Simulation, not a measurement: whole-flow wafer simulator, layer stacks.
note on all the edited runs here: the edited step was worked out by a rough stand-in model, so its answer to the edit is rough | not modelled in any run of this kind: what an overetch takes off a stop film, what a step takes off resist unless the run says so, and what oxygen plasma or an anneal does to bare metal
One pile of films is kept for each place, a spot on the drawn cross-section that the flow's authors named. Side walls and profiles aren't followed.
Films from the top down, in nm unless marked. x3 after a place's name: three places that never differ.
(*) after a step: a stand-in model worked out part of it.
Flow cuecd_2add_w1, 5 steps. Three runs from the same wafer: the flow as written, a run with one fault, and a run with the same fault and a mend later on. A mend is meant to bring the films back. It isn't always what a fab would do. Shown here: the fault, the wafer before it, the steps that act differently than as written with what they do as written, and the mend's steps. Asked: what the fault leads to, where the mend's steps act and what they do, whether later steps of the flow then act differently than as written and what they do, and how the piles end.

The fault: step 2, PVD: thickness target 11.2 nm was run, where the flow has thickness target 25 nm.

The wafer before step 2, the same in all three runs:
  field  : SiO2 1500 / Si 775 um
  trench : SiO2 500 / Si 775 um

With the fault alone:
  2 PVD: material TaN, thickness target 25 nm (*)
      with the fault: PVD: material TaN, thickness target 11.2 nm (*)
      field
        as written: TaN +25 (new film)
        with the fault: TaN +11.2 (new film)
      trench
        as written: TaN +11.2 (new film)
        with the fault: TaN +5.03 (new film)
  No later step of the flow acts differently than as written, at any place that is followed, by more than 2% or 0.5 nm, whichever is larger.
  At the end the piles differ from the flow's by more than 2% or 0.5 nm, whichever is larger, at field, trench.
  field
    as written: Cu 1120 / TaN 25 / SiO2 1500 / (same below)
    with the fault: Cu 1120 / TaN 11.2 / SiO2 1500 / (same below)
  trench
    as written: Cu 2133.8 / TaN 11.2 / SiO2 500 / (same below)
    with the fault: Cu 2126.2 / TaN 5.03 / SiO2 500 / (same below)

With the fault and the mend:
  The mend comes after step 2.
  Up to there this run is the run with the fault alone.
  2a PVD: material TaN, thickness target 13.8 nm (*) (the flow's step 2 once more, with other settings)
      field
        TaN +13.8
      trench
        TaN +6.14
  No later step of the flow acts differently than as written at any place that is followed.
  At the end the piles are the same as the flow's at every place that both follow.
